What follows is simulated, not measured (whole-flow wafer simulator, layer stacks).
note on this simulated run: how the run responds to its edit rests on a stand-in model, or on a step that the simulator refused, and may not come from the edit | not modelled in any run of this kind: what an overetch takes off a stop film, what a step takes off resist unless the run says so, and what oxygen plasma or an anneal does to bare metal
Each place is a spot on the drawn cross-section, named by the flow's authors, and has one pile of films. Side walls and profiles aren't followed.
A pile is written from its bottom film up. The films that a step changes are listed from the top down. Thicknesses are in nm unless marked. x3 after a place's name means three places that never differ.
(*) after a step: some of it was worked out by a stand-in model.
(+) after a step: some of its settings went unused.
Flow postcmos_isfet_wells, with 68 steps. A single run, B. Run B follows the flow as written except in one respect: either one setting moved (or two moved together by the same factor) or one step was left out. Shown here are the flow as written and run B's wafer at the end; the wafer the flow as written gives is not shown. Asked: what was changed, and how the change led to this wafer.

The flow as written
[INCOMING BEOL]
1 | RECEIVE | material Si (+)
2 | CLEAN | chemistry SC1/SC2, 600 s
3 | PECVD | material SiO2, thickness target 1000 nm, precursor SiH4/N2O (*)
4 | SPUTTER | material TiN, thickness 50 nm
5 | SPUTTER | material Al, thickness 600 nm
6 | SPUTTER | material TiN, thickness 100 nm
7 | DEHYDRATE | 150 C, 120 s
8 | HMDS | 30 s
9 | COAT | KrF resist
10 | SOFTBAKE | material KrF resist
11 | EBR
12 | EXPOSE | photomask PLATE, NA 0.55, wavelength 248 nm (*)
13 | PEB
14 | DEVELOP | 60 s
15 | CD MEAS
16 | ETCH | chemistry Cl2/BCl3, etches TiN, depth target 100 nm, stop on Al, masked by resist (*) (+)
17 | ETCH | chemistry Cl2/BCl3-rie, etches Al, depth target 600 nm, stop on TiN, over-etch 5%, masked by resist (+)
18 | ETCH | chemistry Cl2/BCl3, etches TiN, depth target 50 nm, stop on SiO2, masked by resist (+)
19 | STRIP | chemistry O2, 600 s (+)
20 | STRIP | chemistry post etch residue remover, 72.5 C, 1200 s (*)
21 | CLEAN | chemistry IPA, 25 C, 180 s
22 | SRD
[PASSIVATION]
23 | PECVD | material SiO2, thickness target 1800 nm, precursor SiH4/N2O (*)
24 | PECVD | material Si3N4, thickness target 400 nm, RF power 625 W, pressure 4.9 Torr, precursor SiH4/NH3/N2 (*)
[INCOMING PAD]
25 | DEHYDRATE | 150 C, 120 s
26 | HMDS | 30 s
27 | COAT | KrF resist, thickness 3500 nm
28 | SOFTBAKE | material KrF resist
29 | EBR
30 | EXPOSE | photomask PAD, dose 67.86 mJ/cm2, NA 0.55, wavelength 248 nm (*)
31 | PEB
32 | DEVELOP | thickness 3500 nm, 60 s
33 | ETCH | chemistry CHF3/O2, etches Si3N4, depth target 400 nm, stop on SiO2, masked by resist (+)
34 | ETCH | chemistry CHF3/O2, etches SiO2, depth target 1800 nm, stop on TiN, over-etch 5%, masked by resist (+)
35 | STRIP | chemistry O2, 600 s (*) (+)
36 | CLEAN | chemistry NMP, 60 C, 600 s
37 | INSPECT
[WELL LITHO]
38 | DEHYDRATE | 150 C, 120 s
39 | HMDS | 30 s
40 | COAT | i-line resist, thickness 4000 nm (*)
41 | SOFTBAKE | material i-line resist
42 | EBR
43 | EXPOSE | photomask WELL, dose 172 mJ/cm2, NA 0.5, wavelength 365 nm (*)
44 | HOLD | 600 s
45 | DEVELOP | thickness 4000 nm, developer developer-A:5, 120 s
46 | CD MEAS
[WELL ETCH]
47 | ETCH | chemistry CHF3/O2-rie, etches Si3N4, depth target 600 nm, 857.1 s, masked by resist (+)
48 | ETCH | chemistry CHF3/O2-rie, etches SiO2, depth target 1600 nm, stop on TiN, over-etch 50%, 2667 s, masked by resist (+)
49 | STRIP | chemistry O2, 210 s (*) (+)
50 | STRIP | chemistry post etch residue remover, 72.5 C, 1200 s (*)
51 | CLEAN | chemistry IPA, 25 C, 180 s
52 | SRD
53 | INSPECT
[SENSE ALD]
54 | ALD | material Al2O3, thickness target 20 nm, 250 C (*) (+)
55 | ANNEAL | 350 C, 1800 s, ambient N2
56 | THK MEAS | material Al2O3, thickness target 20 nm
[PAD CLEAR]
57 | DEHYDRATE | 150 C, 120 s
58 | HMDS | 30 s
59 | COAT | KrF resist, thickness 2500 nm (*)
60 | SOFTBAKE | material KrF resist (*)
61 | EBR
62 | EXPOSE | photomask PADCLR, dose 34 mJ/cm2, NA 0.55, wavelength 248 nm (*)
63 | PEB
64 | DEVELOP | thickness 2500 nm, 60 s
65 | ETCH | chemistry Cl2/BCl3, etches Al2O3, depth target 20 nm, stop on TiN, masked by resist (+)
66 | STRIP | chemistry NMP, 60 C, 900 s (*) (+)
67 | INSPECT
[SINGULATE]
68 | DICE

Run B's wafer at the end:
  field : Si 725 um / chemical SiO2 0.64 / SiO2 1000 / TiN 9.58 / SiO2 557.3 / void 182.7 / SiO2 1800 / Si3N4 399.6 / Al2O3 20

Cause: step 18, ETCH: depth target 40 nm was run, though the flow has depth target 50 nm.

How this came from the change, step by step:
  18 | ETCH | chemistry Cl2/BCl3, etches TiN, depth target 50 nm, stop on SiO2, masked by resist (+)
      field: -40 TiN (as written it would have been: -50 TiN (all of it))
      margin, well900, well1300, well2000, well3000, pad_rim, pad_clr, pad_open: -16 KrF resist (as written it would have been: -20 KrF resist)
  23 | PECVD | material SiO2, thickness target 1800 nm, precursor SiH4/N2O (*)
      field: +1800 SiO2 (new film), +182.7 void (new film), +557.3 SiO2 (new film) (as written it would have been: +1800 SiO2 (new film), +189.9 void (new film), +559.7 SiO2)
Taking metal films that touch as one body, field has 1 body; the flow as written gives 0 bodies.
